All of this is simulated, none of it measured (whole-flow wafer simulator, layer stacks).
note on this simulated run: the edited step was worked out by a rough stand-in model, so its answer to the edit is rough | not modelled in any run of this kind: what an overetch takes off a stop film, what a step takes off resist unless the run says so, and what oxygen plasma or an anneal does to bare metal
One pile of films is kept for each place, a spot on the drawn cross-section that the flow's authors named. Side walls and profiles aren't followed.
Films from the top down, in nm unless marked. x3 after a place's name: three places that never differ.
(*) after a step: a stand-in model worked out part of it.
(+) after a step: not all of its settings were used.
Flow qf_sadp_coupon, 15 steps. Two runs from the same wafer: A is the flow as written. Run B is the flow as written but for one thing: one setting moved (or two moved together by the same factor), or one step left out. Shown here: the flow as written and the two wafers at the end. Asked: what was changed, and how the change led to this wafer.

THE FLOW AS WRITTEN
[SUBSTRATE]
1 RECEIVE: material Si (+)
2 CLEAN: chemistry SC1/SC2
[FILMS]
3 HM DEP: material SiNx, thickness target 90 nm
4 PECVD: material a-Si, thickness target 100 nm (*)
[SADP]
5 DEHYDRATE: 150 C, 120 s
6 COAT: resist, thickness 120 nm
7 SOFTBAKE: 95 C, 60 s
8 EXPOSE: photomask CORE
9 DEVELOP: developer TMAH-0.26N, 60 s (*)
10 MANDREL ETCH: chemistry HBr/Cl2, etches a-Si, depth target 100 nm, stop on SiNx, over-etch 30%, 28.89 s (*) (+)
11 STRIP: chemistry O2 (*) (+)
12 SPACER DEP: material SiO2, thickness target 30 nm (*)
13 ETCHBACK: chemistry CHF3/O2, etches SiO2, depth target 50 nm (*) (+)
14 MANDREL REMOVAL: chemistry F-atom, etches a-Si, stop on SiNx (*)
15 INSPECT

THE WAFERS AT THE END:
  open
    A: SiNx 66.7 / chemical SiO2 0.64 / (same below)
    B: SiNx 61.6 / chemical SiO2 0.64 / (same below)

The cause: step 4, PECVD: thickness target 64.3 nm was run, where the flow has thickness target 100 nm.

How the change led to this, step by step:
  4 PECVD: material a-Si, thickness target 100 nm (*)
      m, open: A a-Si +100 (new film) | B a-Si +64.3 (new film)
  10 MANDREL ETCH: chemistry HBr/Cl2, etches a-Si, depth target 100 nm, stop on SiNx, over-etch 30%, 28.89 s (*) (+)
      open: A a-Si -100 (all of it), SiNx -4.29 | B a-Si -64.3 (all of it), SiNx -9.39
  14 MANDREL REMOVAL: chemistry F-atom, etches a-Si, stop on SiNx (*)
      m: A a-Si -95.8 (all of it) | B a-Si -60.1 (all of it)
